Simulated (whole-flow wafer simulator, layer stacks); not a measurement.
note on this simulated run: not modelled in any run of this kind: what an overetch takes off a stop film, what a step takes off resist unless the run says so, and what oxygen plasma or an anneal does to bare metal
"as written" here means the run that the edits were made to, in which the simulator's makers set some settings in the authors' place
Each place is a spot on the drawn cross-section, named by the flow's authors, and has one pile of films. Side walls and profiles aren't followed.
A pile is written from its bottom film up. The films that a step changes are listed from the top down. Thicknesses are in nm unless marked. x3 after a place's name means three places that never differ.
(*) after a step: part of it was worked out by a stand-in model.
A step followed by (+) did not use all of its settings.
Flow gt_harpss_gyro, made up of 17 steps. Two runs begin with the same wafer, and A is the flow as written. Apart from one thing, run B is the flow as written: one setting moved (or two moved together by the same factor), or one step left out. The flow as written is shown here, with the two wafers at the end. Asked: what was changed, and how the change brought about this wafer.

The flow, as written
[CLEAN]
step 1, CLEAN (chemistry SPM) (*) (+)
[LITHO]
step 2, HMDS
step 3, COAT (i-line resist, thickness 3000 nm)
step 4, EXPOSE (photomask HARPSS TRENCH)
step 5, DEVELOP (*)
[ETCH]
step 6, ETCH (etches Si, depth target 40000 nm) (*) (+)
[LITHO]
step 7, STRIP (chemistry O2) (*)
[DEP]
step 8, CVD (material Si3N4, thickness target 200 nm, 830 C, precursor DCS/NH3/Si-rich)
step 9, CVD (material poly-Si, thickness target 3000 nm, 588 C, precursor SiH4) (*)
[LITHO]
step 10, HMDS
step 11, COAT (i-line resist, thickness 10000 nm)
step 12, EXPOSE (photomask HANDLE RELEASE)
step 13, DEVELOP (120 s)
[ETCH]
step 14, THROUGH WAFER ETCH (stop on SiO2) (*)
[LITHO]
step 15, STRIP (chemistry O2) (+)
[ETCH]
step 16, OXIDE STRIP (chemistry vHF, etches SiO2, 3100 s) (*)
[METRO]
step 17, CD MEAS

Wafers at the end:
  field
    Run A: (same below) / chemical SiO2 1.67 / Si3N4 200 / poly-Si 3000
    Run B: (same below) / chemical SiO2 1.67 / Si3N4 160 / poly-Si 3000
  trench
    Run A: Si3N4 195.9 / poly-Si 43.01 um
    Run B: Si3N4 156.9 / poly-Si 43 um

What caused this: step 8, CVD: thickness target 160 nm was run, whereas the flow has thickness target 200 nm.
The wafer lets one read it off: field has Si3N4 160, and step 8 as written asks for 200 nm.

How this came from the change, step by step:
  step 8, CVD (material Si3N4, thickness target 200 nm, 830 C, precursor DCS/NH3/Si-rich)
      field: A +200 Si3N4 (new film) | B +160 Si3N4 (new film)
      trench: A +195.9 Si3N4 (new film) | B +156.9 Si3N4 (new film)
  step 9, CVD (material poly-Si, thickness target 3000 nm, 588 C, precursor SiH4) (*)
      trench: A +43.01 um poly-Si (new film) | B +43 um poly-Si (new film)
